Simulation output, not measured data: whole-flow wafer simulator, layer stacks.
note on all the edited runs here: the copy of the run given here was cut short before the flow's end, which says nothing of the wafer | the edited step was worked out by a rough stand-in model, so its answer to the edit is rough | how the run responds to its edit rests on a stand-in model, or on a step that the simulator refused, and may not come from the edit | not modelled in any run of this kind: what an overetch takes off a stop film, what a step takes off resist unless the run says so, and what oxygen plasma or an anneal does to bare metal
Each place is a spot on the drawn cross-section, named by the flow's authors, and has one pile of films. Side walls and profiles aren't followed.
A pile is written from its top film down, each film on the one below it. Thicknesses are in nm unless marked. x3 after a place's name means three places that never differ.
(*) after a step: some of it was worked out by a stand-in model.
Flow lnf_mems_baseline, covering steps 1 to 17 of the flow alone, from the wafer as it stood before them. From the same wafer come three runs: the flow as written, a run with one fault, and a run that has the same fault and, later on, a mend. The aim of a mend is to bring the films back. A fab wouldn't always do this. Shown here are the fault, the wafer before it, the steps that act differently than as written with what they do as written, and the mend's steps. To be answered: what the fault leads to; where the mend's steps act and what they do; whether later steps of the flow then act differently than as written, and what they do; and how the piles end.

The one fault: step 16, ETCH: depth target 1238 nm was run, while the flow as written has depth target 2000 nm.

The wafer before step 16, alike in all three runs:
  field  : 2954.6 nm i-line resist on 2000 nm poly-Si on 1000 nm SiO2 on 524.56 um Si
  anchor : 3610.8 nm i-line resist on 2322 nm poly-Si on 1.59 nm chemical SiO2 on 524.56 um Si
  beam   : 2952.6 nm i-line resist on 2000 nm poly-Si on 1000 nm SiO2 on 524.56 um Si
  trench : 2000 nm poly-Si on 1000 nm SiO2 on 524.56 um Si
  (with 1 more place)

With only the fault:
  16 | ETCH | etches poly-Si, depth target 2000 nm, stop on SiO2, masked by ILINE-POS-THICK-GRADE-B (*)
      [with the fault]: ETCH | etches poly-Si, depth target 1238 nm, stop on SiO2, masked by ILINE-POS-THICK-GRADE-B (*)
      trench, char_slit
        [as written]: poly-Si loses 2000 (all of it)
        [with the fault]: poly-Si loses 1238
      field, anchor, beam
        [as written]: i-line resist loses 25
        [with the fault]: i-line resist loses 15.5
  Later steps of the flow acting differently than as written:
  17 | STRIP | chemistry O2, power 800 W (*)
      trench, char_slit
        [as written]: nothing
        [with the fault]: chemical SiO2 gains 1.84 (new film), poly-Si loses 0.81
  At trench, char_slit, the piles at the end differ from the flow's by more than 2% or 0.5 nm, whichever is larger.
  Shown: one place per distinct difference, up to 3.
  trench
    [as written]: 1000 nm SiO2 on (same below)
    [with the fault]: 1.84 nm chemical SiO2 on 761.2 nm poly-Si on 1000 nm SiO2 on (same below)

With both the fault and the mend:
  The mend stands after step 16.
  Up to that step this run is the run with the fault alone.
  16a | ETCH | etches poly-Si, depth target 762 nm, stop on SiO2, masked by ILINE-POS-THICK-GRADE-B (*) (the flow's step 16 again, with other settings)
      field, anchor, beam
        i-line resist loses 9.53
      trench, char_slit
        poly-Si loses 762 (all of it)
  Every later step of the flow that is run acts as written at every place that is followed.
  The piles end the same as the flow's at every place that both follow.
